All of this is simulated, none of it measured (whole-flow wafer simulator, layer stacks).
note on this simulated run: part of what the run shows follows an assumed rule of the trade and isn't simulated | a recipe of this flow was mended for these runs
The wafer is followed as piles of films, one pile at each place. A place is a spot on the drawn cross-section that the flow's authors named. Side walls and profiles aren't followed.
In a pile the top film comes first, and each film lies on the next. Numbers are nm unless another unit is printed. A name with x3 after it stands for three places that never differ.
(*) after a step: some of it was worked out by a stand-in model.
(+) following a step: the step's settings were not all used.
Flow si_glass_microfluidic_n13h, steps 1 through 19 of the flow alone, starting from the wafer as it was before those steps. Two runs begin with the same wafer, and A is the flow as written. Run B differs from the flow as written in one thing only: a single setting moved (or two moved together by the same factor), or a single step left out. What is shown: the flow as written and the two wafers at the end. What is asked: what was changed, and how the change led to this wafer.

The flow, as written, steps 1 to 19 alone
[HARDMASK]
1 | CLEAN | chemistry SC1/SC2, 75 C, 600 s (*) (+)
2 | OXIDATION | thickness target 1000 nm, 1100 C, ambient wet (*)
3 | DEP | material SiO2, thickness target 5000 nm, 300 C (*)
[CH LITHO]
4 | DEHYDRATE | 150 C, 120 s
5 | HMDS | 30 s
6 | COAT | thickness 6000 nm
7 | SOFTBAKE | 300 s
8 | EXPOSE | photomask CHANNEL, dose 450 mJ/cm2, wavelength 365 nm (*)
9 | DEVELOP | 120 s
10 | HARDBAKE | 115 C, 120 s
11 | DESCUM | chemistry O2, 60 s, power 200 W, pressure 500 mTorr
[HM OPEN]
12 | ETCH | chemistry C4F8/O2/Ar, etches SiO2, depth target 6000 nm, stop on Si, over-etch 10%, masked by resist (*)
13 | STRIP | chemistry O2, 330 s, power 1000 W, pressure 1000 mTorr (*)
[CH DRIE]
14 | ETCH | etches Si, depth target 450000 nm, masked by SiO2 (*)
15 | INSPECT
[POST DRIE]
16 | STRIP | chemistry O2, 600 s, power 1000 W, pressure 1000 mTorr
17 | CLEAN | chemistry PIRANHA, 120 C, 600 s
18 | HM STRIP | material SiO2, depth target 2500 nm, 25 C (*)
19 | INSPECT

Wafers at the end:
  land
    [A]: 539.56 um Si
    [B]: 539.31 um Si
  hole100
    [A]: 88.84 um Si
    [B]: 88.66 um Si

The reason: step 2, OXIDATION: thickness target 1550 nm was run, whereas the flow has thickness target 1000 nm.

How this came from the change, step by step:
  2 | OXIDATION | thickness target 1000 nm, 1100 C, ambient wet (*)
      land, hole100: A SiO2 gains 1000 (new film), chemical SiO2 loses 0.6 (all of it), Si loses 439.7 | B SiO2 gains 1550 (new film), chemical SiO2 loses 0.6 (all of it), Si loses 681.7
  12 | ETCH | chemistry C4F8/O2/Ar, etches SiO2, depth target 6000 nm, stop on Si, over-etch 10%, masked by resist (*)
      hole100: A SiO2 loses 6000 (all of it), Si loses 75 | B SiO2 loses 6550 (all of it), Si loses 6.25
  18 | HM STRIP | material SiO2, depth target 2500 nm, 25 C (*)
      land: A SiO2 loses 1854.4 (all of it) | B SiO2 loses 2403.1 (all of it)
